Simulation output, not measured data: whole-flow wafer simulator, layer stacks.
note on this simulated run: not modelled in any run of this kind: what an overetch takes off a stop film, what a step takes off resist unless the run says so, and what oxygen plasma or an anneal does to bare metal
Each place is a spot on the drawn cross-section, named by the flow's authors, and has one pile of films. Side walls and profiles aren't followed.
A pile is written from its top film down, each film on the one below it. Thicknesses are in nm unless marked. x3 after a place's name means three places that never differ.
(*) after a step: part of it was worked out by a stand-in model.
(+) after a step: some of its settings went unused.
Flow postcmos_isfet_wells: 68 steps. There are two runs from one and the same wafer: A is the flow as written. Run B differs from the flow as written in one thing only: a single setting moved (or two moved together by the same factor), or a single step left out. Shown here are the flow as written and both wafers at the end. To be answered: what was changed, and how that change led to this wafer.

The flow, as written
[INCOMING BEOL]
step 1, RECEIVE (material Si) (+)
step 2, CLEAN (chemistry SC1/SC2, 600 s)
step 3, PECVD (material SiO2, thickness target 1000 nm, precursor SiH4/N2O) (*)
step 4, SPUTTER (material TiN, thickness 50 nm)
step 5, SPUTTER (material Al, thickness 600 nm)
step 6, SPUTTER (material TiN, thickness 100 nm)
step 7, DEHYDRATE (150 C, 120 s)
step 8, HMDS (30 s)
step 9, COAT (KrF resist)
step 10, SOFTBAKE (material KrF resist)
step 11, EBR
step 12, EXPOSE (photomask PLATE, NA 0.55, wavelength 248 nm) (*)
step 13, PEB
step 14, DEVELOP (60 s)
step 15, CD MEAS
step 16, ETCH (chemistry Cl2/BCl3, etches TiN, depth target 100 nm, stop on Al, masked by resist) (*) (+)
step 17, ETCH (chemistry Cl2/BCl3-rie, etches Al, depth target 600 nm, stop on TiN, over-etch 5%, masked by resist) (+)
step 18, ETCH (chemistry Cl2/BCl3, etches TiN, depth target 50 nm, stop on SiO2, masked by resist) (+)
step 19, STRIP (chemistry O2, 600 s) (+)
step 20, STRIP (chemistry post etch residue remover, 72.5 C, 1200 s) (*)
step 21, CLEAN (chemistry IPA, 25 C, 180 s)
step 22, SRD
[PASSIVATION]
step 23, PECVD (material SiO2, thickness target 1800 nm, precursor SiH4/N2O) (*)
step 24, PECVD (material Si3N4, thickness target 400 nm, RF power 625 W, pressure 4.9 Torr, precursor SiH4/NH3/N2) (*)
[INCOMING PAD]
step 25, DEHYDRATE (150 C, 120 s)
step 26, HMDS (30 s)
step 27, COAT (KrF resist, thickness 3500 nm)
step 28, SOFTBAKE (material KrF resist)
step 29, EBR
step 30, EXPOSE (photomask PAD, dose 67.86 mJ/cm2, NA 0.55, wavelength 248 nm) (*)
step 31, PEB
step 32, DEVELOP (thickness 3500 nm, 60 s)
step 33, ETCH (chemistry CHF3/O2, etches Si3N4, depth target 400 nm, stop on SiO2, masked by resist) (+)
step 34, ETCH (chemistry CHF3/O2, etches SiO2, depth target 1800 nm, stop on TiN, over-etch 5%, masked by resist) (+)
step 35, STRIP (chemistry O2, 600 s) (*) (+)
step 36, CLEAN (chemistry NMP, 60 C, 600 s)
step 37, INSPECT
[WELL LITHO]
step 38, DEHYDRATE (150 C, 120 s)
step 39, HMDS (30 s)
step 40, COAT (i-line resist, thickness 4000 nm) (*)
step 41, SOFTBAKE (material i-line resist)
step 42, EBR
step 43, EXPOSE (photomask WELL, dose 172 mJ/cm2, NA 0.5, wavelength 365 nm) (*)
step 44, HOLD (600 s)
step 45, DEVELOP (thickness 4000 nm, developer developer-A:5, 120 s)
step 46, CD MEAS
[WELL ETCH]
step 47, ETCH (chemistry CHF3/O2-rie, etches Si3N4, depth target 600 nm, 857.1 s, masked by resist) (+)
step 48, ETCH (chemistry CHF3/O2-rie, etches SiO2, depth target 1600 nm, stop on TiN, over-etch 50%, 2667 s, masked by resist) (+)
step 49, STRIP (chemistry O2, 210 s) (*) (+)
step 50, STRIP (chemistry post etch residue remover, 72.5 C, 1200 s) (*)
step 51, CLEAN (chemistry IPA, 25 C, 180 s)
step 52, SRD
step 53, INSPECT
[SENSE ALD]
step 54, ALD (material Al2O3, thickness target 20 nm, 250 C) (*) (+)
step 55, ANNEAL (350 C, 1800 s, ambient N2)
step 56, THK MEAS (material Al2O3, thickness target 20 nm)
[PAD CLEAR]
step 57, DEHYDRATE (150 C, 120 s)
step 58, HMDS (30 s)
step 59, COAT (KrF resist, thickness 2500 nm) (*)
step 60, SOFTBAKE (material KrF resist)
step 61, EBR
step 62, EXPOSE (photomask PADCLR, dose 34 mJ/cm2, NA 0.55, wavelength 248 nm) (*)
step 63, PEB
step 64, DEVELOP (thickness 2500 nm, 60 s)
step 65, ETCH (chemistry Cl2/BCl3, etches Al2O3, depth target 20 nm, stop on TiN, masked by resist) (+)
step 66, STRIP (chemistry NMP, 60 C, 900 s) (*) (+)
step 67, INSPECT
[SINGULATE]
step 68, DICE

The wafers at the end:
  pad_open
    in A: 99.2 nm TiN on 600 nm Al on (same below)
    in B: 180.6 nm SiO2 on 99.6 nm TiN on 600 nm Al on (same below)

The reason: step 33, ETCH: depth target 228 nm was run, whereas the flow has depth target 400 nm.

The path from the change to this, step by step:
  step 33, ETCH (chemistry CHF3/O2, etches Si3N4, depth target 400 nm, stop on SiO2, masked by resist) (+)
      pad_open: A -400 Si3N4 (all of it) | B -228 Si3N4
      field, margin, well900, well1300 x3, pad_rim, pad_clr: A -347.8 KrF resist | B -198.3 KrF resist
  step 34, ETCH (chemistry CHF3/O2, etches SiO2, depth target 1800 nm, stop on TiN, over-etch 5%, masked by resist) (+)
      pad_open: A -1800 SiO2 (all of it) | B -172 Si3N4 (all of it), -1619.4 SiO2
  step 35, STRIP (chemistry O2, 600 s) (*) (+)
      field, margin, well900, well1300 x3, pad_rim, pad_clr: A -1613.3 KrF resist (all of it) | B -1762.9 KrF resist (all of it)
  step 41, SOFTBAKE (material i-line resist)
      pad_clr: A -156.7 i-line resist | B -138.7 i-line resist
      pad_open: A +115.3 i-line resist | B +107.3 i-line resist
  step 49, STRIP (chemistry O2, 210 s) (*) (+)
      pad_clr: A -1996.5 i-line resist (all of it) | B -2070.9 i-line resist (all of it)
  step 59, COAT (KrF resist, thickness 2500 nm) (*)
      pad_rim: A +1976.4 KrF resist (new film) | B +2017.5 KrF resist (new film)
      pad_clr: A +1691.6 KrF resist (new film) | B +1752.3 KrF resist (new film)
  step 64, DEVELOP (thickness 2500 nm, 60 s)
      pad_clr: A -1676 KrF resist (all of it) | B -1736.5 KrF resist (all of it)
  step 66, STRIP (chemistry NMP, 60 C, 900 s) (*) (+)
      pad_rim: A -1923.7 KrF resist (all of it) | B -1964.4 KrF resist (all of it)
